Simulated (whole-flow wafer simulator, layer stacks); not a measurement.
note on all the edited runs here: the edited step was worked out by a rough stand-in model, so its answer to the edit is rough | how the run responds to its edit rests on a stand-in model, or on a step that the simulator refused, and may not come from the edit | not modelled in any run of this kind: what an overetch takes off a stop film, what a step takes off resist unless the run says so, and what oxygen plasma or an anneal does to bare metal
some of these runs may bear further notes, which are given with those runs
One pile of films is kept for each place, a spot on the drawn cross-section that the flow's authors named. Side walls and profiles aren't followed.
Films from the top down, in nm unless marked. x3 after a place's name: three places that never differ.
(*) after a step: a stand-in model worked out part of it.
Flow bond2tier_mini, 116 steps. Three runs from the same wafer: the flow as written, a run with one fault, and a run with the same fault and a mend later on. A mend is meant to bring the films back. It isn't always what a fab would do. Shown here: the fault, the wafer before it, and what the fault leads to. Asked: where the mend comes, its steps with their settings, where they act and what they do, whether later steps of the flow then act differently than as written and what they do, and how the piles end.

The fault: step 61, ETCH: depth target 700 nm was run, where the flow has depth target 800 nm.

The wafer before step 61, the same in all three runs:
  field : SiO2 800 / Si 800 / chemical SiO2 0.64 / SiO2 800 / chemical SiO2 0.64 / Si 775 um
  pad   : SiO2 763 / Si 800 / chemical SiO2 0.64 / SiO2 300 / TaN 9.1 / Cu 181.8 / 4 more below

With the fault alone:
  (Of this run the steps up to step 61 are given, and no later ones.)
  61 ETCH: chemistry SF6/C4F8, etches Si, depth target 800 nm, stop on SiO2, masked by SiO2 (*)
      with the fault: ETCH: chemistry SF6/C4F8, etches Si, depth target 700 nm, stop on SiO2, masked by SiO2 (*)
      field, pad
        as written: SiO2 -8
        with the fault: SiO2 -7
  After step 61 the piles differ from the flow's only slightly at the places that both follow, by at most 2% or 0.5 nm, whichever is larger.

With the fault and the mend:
  The mend comes after step 61.
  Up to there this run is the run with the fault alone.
  61a ETCH: chemistry SF6/C4F8, etches Si, depth target 100 nm, stop on SiO2, masked by SiO2 (*) (the flow's step 61 once more, with other settings)
      field, pad
        SiO2 -1
  No later step of the flow acts differently than as written at any place that is followed.
  At the end the piles are the same as the flow's at every place that both follow.
